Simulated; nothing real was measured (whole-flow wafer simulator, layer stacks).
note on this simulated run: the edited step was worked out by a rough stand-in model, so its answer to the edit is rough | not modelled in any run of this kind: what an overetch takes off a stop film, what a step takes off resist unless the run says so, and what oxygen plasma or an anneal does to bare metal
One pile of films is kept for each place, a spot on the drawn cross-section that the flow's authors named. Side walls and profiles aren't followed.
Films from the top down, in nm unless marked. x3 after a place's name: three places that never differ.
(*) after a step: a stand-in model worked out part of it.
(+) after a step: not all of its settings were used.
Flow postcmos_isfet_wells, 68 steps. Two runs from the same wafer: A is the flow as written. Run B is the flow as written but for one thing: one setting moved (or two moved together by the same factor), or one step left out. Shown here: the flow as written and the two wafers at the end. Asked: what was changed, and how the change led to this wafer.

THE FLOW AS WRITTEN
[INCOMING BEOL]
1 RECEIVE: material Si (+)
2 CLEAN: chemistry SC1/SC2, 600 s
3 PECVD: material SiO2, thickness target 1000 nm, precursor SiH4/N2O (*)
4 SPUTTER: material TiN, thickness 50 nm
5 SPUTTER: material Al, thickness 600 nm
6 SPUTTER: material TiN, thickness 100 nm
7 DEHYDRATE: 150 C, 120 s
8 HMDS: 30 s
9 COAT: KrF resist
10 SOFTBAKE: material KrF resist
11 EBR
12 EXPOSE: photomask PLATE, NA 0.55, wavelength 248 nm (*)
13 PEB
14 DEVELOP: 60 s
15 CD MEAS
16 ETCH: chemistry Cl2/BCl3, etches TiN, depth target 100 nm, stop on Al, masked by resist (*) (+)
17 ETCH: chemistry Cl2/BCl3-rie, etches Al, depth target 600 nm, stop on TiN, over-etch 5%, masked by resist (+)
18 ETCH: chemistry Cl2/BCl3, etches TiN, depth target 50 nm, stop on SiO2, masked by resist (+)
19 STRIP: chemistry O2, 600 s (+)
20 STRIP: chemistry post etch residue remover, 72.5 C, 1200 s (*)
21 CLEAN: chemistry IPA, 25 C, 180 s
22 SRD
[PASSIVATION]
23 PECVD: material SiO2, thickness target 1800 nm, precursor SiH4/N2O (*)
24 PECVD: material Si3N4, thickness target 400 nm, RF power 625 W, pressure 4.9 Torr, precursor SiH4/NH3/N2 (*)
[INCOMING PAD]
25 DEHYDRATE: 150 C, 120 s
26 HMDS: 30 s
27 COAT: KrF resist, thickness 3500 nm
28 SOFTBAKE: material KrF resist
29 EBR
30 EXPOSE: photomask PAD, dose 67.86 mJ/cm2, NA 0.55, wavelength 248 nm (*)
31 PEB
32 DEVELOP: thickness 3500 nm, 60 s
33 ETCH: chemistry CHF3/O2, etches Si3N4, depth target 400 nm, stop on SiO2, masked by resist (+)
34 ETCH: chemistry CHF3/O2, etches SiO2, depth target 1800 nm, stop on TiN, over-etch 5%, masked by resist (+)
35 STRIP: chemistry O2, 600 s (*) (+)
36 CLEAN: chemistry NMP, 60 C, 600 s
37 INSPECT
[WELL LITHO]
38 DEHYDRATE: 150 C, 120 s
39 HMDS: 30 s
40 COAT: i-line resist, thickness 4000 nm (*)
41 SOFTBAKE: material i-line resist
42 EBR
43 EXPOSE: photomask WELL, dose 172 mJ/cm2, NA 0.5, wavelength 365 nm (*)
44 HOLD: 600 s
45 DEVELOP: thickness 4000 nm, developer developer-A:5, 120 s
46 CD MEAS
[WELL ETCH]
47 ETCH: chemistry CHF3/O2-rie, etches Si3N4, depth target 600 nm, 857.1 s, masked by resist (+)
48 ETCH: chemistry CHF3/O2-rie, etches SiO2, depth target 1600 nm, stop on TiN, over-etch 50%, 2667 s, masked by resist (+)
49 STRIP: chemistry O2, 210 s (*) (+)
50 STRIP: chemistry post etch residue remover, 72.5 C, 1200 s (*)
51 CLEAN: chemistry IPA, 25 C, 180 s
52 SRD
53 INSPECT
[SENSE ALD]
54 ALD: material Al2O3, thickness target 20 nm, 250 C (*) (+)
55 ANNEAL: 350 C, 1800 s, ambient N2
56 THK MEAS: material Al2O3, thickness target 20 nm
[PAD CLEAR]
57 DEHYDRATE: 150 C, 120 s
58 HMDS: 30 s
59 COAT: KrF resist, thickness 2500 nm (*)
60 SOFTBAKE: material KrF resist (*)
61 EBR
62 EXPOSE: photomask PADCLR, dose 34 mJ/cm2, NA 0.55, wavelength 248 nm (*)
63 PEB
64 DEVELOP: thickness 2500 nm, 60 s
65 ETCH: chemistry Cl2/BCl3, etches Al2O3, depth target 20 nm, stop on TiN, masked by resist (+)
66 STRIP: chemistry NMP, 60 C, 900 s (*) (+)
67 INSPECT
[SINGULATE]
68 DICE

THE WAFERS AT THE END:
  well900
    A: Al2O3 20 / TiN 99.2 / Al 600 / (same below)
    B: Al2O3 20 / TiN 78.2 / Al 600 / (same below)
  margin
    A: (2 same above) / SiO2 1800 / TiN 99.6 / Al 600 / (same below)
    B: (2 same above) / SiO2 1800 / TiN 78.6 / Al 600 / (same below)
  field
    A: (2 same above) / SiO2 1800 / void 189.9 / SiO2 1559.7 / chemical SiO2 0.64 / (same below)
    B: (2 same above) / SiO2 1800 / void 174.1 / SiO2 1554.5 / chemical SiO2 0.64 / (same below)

The cause: step 6, SPUTTER: thickness 79 nm was run, where the flow has thickness 100 nm; step 16, ETCH: depth target 79 nm was run, where the flow has depth target 100 nm.

How the change led to this, step by step:
  6 SPUTTER: material TiN, thickness 100 nm
      field, margin, well900 and 6 more: A TiN +100 (new film) | B TiN +79 (new film)
  16 ETCH: chemistry Cl2/BCl3, etches TiN, depth target 100 nm, stop on Al, masked by resist (*) (+)
      margin, well900, well1300, well2000, well3000, pad_rim, pad_clr, pad_open: A KrF resist -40 | B KrF resist -31.6
      field: A TiN -100 (all of it) | B TiN -79 (all of it)
  23 PECVD: material SiO2, thickness target 1800 nm, precursor SiH4/N2O (*)
      field: A SiO2 +1800 (new film), void +189.9 (new film), SiO2 +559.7 | B SiO2 +1800 (new film), void +174.1 (new film), SiO2 +554.5
